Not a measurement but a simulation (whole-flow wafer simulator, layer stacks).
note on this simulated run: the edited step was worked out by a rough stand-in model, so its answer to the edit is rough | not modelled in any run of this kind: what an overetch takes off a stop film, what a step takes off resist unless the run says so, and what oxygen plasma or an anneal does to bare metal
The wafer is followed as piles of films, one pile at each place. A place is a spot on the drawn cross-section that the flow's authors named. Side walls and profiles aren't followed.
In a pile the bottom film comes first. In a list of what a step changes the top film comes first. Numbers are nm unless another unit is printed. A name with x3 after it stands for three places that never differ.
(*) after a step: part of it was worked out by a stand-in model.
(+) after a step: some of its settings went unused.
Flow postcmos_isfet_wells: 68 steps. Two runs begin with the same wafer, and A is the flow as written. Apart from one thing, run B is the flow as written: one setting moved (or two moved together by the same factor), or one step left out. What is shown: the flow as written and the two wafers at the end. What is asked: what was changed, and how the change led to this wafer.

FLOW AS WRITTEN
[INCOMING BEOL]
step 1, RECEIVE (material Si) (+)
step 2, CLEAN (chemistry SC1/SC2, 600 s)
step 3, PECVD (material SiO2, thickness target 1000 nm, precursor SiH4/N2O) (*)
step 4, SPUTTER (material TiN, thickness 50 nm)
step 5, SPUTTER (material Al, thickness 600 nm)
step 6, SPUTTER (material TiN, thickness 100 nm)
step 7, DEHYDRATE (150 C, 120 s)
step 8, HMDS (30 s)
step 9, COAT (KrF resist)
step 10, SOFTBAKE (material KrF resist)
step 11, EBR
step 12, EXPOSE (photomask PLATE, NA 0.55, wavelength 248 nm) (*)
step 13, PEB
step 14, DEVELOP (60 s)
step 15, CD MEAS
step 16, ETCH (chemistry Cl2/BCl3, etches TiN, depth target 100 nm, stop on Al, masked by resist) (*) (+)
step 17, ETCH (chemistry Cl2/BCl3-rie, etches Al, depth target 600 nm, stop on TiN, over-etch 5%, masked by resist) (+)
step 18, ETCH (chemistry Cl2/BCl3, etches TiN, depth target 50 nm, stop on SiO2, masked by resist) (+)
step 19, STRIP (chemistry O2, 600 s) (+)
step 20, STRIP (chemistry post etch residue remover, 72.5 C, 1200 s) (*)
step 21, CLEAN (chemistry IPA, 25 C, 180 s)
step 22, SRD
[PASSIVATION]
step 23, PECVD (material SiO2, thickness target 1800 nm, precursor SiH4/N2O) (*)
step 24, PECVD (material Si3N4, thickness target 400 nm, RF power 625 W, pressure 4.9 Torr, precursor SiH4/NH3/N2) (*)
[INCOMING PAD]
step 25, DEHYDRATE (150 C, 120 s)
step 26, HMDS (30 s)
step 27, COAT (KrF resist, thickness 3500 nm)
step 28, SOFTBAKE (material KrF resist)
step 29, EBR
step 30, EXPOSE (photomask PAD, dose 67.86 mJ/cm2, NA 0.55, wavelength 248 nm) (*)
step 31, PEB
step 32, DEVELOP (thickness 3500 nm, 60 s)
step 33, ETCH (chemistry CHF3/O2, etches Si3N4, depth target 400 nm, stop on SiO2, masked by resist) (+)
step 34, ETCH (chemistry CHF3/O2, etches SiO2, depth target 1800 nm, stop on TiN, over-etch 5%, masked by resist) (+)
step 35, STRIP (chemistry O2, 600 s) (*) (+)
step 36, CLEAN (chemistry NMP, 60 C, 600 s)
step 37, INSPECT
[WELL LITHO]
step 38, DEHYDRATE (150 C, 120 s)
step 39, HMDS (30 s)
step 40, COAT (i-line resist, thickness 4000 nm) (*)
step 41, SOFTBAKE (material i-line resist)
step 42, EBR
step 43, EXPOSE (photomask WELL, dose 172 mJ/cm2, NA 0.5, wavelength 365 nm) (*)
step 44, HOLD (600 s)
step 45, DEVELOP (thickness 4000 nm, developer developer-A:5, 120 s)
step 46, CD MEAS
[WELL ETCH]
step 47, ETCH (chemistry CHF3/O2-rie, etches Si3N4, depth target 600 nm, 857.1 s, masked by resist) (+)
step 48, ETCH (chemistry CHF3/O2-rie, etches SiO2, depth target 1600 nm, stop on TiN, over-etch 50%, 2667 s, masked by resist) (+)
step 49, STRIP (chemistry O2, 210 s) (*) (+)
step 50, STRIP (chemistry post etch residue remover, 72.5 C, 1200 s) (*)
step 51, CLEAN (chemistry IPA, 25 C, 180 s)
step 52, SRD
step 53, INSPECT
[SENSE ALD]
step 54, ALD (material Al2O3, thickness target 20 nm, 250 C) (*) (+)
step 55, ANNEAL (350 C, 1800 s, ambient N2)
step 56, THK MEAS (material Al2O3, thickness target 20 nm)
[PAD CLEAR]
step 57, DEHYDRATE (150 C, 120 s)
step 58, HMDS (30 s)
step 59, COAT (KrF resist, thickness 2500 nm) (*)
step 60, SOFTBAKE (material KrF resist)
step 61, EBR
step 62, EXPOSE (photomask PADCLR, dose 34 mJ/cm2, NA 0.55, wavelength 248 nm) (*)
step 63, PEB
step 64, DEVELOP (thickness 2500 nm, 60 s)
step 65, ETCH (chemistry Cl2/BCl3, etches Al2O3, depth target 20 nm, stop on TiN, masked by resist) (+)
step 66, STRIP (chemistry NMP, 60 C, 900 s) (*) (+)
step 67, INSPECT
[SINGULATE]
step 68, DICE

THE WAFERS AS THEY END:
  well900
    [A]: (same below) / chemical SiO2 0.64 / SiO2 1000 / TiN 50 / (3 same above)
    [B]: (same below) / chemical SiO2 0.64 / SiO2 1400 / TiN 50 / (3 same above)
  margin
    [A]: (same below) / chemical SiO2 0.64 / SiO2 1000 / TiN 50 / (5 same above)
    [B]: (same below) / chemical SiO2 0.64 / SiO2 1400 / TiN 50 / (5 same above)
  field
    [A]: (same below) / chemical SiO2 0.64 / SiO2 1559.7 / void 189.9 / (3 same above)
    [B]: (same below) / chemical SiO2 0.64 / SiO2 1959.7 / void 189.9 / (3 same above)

What caused this: step 3, PECVD: thickness target 1400 nm was run, whereas the flow has thickness target 1000 nm.
One can read it off the wafer: well900 has SiO2 1400, and step 3 as written asks for 1000 nm.

The path from the change to this, step by step:
  step 3, PECVD (material SiO2, thickness target 1000 nm, precursor SiH4/N2O) (*)
      field, margin, well900, well1300 x3, pad_rim, pad_clr, pad_open: A +1000 SiO2 (new film) | B +1400 SiO2 (new film)
